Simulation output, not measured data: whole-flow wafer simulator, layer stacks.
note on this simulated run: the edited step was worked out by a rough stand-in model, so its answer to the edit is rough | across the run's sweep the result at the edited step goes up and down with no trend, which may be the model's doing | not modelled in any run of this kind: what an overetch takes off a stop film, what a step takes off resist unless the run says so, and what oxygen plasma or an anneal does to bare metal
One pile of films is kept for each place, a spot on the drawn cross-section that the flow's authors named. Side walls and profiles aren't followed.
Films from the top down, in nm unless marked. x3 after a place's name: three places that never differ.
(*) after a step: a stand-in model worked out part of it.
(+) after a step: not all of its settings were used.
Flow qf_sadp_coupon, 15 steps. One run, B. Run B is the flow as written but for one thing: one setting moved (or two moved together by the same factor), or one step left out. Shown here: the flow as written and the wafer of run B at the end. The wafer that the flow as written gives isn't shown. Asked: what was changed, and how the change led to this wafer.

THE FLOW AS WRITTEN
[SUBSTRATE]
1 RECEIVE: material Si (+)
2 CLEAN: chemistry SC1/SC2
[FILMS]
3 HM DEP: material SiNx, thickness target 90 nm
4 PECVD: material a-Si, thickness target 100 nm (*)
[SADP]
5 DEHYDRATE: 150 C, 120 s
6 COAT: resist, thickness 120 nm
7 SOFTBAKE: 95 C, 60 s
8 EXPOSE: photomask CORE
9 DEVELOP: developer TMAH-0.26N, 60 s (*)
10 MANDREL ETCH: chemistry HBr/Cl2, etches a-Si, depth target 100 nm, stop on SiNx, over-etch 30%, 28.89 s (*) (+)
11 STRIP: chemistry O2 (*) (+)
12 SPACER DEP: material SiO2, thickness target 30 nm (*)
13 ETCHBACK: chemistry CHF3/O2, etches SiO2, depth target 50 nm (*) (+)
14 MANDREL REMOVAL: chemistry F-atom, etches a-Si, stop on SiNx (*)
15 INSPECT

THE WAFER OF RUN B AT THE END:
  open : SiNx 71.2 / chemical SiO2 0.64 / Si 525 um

The cause: step 12, SPACER DEP: thickness target 34.8 nm was run, where the flow has thickness target 30 nm.

How the change led to this, step by step:
  12 SPACER DEP: material SiO2, thickness target 30 nm (*)
      m, open: SiO2 +34.8 (new film) (as written it would be: SiO2 +30 (new film))
  13 ETCHBACK: chemistry CHF3/O2, etches SiO2, depth target 50 nm (*) (+)
      m: SiO2 -34.8 (all of it), chemical SiO2 -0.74 (all of it), a-Si -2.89 (as written it would be: SiO2 -30 (all of it), chemical SiO2 -0.74 (all of it), a-Si -3.85)
      open: SiO2 -34.8 (all of it), SiNx -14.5 (as written it would be: SiO2 -30 (all of it), SiNx -19)
